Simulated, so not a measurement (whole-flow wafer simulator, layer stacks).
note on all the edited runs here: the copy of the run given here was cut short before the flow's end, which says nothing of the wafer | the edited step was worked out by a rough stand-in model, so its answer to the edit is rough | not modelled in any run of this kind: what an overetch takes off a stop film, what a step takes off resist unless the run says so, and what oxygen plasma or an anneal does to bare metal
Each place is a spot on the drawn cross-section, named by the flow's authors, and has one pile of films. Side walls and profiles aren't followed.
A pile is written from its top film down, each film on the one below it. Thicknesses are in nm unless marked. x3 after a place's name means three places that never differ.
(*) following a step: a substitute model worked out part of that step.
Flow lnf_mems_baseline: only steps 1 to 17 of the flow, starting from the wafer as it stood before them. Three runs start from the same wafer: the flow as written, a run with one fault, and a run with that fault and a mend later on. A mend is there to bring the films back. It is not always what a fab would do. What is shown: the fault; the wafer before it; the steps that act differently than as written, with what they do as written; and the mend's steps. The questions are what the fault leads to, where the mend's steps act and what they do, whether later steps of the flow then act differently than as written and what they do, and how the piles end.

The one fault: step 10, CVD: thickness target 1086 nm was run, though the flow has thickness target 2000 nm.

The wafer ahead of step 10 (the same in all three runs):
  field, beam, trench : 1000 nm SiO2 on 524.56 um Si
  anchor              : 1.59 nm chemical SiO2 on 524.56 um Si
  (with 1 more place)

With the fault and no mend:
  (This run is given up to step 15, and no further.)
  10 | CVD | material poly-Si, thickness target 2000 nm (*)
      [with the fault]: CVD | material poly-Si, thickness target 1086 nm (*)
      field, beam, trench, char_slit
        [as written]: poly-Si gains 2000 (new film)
        [with the fault]: poly-Si gains 1086 (new film)
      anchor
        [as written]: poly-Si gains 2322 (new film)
        [with the fault]: poly-Si gains 1086 (new film)
  Later steps of the flow acting differently than as written (1 other step is not shown; it differs only slightly, by no more than 2% or 0.5 nm, whichever is larger):
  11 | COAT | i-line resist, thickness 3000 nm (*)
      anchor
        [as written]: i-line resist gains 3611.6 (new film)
        [with the fault]: i-line resist gains 3879.2 (new film)
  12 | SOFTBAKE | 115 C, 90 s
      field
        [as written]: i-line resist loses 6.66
        [with the fault]: i-line resist loses 12.4
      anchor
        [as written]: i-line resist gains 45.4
        [with the fault]: i-line resist gains 82.5
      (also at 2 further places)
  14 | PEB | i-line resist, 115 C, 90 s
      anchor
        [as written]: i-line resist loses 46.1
        [with the fault]: i-line resist loses 51.6
  Once step 15 is done, the piles at field, anchor, beam, trench, char_slit depart from the flow's by more than 2% or 0.5 nm, whichever is larger.
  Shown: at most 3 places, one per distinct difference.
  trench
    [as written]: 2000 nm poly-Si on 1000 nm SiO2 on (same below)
    [with the fault]: 1086 nm poly-Si on 1000 nm SiO2 on (same below)
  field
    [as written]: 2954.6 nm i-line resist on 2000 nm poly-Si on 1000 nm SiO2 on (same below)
    [with the fault]: 2945.5 nm i-line resist on 1086 nm poly-Si on 1000 nm SiO2 on (same below)
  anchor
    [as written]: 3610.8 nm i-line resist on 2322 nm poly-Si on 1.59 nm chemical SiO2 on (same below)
    [with the fault]: 3910 nm i-line resist on 1086 nm poly-Si on 1.59 nm chemical SiO2 on (same below)

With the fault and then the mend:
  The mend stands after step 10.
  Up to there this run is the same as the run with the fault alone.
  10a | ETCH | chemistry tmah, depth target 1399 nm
      field, anchor, beam, trench, char_slit
        poly-Si loses 1086 (all of it)
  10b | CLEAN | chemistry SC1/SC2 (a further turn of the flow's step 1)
      leaves every film unchanged at each place that is followed
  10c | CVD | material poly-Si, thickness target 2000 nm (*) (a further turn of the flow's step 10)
      field, beam, trench, char_slit
        poly-Si gains 2000 (new film)
      anchor
        poly-Si gains 2322 (new film)
  None of the later steps of the flow acts differently than as written at any place that is followed.
  The piles end the same as the flow's at every place that both follow.
